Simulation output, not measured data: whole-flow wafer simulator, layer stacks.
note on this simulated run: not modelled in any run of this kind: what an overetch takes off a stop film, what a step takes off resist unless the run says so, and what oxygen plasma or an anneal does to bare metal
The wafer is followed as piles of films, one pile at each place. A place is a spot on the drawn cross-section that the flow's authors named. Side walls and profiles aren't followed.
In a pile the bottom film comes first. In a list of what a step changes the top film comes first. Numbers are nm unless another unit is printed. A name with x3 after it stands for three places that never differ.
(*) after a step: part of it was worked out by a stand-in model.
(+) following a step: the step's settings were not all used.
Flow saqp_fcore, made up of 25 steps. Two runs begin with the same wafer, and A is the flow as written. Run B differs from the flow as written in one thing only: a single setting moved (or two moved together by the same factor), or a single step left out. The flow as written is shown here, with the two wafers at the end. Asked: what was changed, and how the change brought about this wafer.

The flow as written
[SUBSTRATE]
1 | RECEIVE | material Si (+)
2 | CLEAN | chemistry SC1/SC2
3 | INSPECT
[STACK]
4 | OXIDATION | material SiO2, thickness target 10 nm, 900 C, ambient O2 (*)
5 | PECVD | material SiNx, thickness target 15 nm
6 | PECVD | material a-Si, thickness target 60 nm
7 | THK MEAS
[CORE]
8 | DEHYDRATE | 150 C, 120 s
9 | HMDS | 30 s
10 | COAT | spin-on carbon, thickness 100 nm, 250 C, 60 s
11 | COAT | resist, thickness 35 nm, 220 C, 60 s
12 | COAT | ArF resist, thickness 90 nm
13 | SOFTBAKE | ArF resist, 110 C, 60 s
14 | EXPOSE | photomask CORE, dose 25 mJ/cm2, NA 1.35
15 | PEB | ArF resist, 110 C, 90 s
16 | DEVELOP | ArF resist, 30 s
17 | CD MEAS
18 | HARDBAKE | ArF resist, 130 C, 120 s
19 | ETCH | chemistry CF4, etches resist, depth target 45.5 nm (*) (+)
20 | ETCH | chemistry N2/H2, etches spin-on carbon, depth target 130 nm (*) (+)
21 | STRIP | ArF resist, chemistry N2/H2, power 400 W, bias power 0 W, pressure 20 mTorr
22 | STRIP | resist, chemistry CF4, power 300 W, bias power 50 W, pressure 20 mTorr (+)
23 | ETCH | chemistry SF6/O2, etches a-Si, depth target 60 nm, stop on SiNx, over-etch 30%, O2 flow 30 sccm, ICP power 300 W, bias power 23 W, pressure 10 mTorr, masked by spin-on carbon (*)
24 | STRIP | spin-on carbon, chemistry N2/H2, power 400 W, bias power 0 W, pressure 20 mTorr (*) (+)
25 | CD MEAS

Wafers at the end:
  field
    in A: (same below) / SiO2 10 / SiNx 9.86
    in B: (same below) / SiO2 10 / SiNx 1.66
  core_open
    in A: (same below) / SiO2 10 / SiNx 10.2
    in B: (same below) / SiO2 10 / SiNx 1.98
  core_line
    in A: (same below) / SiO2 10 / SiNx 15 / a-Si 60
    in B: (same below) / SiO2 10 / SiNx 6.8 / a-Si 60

Cause: step 5, PECVD: thickness target 6.8 nm was run, while the flow as written has thickness target 15 nm.
The wafer itself shows it: core_line has SiNx 6.8, and step 5 as written asks for 15 nm.

The path from the change to this, step by step:
  5 | PECVD | material SiNx, thickness target 15 nm
      field, core_open, core_line: A +15 SiNx (new film) | B +6.8 SiNx (new film)
